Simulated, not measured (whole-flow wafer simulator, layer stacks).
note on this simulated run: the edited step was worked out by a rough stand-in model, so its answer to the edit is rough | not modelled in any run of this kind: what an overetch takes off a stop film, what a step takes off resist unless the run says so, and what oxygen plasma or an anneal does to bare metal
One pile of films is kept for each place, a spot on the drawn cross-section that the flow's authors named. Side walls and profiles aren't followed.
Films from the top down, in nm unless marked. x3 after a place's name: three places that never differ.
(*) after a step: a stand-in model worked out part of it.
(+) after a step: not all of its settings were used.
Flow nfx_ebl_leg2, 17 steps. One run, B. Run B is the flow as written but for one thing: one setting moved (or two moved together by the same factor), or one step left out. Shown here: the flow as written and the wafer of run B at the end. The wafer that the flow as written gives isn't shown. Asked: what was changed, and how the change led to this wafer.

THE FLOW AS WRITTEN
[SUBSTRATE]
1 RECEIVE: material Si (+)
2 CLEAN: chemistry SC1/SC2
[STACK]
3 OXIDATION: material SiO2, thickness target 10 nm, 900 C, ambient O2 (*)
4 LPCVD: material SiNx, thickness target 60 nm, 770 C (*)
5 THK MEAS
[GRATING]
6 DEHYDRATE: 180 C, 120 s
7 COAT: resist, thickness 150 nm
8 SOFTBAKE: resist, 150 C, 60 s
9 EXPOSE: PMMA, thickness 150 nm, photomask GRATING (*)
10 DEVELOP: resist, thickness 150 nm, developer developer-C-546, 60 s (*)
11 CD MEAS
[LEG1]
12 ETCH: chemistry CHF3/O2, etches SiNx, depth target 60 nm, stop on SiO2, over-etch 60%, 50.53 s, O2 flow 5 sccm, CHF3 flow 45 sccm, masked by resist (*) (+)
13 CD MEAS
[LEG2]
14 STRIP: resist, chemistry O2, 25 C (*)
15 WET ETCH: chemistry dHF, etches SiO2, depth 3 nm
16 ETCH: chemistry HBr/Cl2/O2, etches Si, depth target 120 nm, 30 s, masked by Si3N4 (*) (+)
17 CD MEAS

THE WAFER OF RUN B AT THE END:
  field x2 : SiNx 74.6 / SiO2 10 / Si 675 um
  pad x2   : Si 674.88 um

The cause: step 4, LPCVD: thickness target 81.4 nm was run, where the flow has thickness target 60 nm.

How the change led to this, step by step:
  4 LPCVD: material SiNx, thickness target 60 nm, 770 C (*)
      field x2, pad x2: SiNx +81.4 (new film) (as written it would be: SiNx +60 (new film))
  12 ETCH: chemistry CHF3/O2, etches SiNx, depth target 60 nm, stop on SiO2, over-etch 60%, 50.53 s, O2 flow 5 sccm, CHF3 flow 45 sccm, masked by resist (*) (+)
      pad x2: SiNx -81.4 (all of it), SiO2 -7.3 (as written it would be: SiNx -60 (all of it), SiO2 -10 (all of it))
  14 STRIP: resist, chemistry O2, 25 C (*)
      pad x2: nothing (as written it would be: chemical SiO2 +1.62 (new film), Si -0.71)
  15 WET ETCH: chemistry dHF, etches SiO2, depth 3 nm
      pad x2: SiO2 -2.7 (all of it) (as written it would be: chemical SiO2 -1.62 (all of it))
